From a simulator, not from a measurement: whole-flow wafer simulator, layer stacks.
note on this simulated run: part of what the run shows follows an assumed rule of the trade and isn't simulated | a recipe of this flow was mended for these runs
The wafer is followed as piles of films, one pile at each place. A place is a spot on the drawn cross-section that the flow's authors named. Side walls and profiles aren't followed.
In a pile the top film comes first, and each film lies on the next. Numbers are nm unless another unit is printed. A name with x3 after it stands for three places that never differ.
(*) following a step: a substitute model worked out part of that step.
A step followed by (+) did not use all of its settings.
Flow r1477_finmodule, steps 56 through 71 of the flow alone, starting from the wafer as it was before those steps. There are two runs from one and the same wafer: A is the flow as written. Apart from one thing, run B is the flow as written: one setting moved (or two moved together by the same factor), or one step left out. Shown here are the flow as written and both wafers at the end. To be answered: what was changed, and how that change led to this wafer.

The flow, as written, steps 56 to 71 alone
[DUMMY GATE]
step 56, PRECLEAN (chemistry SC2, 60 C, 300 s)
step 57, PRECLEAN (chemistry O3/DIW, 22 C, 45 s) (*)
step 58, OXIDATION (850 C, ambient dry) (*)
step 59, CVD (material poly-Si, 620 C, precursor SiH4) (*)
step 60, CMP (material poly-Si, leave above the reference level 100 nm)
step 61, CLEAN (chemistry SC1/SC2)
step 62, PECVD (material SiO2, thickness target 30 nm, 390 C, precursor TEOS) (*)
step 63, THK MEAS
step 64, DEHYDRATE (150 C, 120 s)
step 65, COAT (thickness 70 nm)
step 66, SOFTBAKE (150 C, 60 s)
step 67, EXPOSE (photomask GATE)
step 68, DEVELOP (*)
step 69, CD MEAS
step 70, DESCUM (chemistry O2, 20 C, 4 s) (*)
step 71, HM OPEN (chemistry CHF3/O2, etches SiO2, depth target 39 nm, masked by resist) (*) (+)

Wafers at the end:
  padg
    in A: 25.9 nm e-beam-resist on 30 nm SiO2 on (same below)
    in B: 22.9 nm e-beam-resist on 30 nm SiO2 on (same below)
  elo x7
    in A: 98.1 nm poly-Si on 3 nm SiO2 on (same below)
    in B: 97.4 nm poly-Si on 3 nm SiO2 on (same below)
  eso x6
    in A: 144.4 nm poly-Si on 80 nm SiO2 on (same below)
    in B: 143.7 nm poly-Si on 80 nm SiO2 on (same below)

Cause: step 71, HM OPEN: depth target 42.2 nm was run, whereas the flow has depth target 39 nm.

How this came from the change, step by step:
  step 71, HM OPEN (chemistry CHF3/O2, etches SiO2, depth target 39 nm, masked by resist) (*) (+)
      pad, elo x7, eso x6, e200so, s40co x3: A -30 SiO2 (all of it), -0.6 chemical SiO2 (all of it), -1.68 poly-Si | B -30 SiO2 (all of it), -0.6 chemical SiO2 (all of it), -2.32 poly-Si
      padg, elg x7, esg x6, e200sg, s40cg x3: A -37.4 e-beam-resist | B -40.4 e-beam-resist
